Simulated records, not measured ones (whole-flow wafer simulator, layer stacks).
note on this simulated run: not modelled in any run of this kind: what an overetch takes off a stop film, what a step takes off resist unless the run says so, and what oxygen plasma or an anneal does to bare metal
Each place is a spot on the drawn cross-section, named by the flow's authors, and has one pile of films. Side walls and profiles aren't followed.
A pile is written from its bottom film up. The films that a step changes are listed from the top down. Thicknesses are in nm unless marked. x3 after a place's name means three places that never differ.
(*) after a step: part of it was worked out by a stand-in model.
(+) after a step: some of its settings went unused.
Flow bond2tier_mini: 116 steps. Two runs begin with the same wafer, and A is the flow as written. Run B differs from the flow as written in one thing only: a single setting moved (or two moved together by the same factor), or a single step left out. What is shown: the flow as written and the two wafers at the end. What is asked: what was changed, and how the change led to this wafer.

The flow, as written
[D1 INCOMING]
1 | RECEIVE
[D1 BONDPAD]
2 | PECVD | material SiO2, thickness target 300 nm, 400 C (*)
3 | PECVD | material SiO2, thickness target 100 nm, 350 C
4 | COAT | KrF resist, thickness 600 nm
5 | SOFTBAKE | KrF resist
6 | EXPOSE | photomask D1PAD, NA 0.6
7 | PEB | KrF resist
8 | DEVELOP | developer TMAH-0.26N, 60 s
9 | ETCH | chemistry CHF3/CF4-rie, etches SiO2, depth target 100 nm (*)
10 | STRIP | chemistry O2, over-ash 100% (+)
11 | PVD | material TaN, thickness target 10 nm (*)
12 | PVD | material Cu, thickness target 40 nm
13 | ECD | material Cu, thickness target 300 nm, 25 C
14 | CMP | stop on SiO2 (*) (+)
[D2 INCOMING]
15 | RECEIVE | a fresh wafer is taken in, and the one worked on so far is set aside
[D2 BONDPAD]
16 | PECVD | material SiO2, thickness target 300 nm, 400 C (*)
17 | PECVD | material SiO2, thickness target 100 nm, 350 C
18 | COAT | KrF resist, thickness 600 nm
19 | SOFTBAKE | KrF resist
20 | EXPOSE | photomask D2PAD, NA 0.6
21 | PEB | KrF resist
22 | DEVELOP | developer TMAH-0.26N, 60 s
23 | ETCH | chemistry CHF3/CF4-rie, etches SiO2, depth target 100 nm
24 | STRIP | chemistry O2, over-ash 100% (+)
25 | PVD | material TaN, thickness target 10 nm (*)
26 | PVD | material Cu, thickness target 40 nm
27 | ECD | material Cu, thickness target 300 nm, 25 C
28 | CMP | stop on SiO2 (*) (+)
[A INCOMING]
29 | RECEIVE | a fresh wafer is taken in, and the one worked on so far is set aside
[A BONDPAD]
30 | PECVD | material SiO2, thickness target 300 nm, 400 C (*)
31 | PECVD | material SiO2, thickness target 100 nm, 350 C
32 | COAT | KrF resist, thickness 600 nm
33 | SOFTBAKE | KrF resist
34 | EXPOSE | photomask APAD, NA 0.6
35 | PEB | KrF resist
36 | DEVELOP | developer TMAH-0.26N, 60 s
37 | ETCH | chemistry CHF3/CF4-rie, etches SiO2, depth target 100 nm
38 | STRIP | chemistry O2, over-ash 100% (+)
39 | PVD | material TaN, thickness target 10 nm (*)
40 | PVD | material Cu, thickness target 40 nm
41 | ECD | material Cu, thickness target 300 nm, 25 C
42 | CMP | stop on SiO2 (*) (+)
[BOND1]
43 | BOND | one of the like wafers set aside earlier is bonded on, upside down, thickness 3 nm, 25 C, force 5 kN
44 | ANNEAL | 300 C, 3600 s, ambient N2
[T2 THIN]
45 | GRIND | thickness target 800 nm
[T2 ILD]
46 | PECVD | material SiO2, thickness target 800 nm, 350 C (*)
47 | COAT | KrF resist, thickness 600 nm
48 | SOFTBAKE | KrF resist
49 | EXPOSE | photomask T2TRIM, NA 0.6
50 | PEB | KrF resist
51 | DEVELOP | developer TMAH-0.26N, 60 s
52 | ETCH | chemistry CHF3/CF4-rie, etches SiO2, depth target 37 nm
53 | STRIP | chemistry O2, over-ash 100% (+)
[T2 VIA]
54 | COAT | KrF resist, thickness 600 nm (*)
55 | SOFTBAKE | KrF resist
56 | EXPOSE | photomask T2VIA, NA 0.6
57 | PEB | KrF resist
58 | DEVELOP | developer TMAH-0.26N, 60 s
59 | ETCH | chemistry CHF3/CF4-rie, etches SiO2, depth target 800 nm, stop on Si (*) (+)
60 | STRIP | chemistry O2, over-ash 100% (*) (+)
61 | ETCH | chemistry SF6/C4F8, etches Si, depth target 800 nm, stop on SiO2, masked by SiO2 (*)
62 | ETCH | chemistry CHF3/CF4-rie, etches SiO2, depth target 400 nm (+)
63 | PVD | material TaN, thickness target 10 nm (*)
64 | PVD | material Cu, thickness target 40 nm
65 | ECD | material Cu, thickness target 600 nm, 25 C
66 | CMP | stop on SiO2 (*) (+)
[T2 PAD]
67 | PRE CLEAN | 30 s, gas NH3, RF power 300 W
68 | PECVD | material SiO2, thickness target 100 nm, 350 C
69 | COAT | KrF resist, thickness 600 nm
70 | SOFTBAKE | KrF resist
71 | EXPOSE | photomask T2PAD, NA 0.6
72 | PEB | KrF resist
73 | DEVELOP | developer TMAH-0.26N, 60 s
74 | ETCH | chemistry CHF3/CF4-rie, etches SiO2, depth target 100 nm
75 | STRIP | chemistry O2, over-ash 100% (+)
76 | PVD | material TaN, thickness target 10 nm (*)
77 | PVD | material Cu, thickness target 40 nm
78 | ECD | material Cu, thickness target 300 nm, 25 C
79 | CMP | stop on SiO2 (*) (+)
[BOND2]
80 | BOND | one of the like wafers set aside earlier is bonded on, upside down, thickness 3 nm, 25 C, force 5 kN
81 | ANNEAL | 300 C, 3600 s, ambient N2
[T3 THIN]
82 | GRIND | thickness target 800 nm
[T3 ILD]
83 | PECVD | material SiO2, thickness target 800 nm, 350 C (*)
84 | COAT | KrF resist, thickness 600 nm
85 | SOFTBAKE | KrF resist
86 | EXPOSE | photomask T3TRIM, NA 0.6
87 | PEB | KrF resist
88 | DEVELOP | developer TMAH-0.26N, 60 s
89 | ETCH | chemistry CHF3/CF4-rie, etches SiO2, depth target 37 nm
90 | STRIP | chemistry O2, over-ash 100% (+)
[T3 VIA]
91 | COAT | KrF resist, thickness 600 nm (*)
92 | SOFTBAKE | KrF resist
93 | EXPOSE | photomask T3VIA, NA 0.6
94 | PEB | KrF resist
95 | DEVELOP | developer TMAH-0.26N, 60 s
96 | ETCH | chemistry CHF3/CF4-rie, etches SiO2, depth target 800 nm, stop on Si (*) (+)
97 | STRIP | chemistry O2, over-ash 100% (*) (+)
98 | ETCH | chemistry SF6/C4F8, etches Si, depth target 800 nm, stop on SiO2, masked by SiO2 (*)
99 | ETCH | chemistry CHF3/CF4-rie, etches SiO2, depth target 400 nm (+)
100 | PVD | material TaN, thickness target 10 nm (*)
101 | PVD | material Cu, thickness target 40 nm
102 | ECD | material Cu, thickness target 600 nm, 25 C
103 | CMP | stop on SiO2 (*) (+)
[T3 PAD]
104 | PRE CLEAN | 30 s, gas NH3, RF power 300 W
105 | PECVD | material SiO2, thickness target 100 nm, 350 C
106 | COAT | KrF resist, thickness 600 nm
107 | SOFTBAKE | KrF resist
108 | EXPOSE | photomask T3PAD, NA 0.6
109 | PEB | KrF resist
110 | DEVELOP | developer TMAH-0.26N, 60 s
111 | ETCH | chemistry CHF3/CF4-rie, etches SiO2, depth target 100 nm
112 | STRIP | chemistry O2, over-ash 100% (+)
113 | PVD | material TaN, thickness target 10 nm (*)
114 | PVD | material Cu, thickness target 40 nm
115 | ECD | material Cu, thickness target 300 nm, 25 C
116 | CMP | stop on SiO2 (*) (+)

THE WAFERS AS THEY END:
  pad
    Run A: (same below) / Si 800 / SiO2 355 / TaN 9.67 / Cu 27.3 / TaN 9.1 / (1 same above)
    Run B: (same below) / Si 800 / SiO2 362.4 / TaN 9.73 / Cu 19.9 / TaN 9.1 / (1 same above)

What caused this: step 89, ETCH: depth target 29.6 nm was run, though the flow has depth target 37 nm.

The path from the change to this, step by step:
  89 | ETCH | chemistry CHF3/CF4-rie, etches SiO2, depth target 37 nm
      field: A KrF resist loses 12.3 | B KrF resist loses 9.87
      pad: A SiO2 loses 37 | B SiO2 loses 29.6
